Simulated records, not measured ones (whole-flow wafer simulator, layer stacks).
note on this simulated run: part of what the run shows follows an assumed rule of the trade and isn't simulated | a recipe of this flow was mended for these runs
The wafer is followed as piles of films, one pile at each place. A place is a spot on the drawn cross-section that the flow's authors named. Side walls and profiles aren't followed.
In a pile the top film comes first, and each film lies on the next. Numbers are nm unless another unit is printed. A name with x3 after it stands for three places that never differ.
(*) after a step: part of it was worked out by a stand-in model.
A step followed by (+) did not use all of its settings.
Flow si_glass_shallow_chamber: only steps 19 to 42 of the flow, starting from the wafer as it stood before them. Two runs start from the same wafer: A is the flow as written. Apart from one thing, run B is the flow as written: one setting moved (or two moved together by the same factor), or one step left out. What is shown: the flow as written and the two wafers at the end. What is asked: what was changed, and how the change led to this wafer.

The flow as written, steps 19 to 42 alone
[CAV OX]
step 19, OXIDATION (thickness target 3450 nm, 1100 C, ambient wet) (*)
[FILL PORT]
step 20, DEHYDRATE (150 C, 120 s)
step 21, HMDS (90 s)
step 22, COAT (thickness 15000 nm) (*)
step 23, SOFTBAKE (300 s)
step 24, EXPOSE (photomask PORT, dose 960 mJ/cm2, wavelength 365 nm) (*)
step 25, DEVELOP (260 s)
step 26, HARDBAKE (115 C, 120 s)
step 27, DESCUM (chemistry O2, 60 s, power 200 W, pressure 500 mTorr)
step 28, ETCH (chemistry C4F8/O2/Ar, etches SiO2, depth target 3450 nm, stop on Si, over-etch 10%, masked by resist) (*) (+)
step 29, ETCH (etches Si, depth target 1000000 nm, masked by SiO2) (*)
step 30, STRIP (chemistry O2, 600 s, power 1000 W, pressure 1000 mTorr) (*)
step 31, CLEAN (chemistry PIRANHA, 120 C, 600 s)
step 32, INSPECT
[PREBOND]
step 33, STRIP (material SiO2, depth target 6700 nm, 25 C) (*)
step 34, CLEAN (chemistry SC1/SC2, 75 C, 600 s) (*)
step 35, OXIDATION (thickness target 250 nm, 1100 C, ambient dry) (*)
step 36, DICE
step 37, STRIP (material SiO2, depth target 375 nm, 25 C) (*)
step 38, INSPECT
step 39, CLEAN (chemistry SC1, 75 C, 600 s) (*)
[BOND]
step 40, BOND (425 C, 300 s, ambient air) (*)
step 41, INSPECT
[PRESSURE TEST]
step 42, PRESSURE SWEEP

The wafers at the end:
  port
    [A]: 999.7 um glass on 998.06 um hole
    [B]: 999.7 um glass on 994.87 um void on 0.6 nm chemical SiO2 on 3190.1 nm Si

Cause: step 28, ETCH: depth target 2898 nm was run, though the flow has depth target 3450 nm.

The path from the change to this, step by step:
  step 28, ETCH (chemistry C4F8/O2/Ar, etches SiO2, depth target 3450 nm, stop on Si, over-etch 10%, masked by resist) (*) (+)
      port: A SiO2 loses 3450 (all of it), Si loses 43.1 | B SiO2 loses 3187.8
      rim, ramp, cav, septum, ring: A thick-i-line-resist loses 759 | B thick-i-line-resist loses 637.6
  step 29, ETCH (etches Si, depth target 1000000 nm, masked by SiO2) (*)
      port: A hole gains 997.05 um (new film), Si loses 997.05 um (all of it) | B SiO2 loses 262.2 (all of it), Si loses 993.78 um
      rim, ramp: A thick-i-line-resist loses 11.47 um (all of it), SiO2 loses 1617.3 | B thick-i-line-resist loses 11.6 um (all of it), SiO2 loses 1552.5
      (and at 2 other places as well)
  step 30, STRIP (chemistry O2, 600 s, power 1000 W, pressure 1000 mTorr) (*)
      port: A nothing | B chemical SiO2 gains 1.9 (new film), Si loses 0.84
      cav: A thick-i-line-resist loses 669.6 (all of it) | B thick-i-line-resist loses 791 (all of it)
  step 33, STRIP (material SiO2, depth target 6700 nm, 25 C) (*)
      port: A nothing | B chemical SiO2 loses 1.9 (all of it)
  step 34, CLEAN (chemistry SC1/SC2, 75 C, 600 s) (*)
      port: A nothing | B chemical SiO2 gains 0.6 (new film), Si loses 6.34
  step 35, OXIDATION (thickness target 250 nm, 1100 C, ambient dry) (*)
      port: A nothing | B SiO2 gains 250 (new film), chemical SiO2 loses 0.6 (all of it), Si loses 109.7
  step 37, STRIP (material SiO2, depth target 375 nm, 25 C) (*)
      port: A nothing | B SiO2 loses 250 (all of it)
  step 39, CLEAN (chemistry SC1, 75 C, 600 s) (*)
      port: A nothing | B chemical SiO2 gains 0.6 (new film), Si loses 6.34
  step 40, BOND (425 C, 300 s, ambient air) (*)
      port: A glass gains 999.7 um (new film), hole gains 1017.3 | B glass gains 999.7 um (new film), void gains 994.87 um (new film)
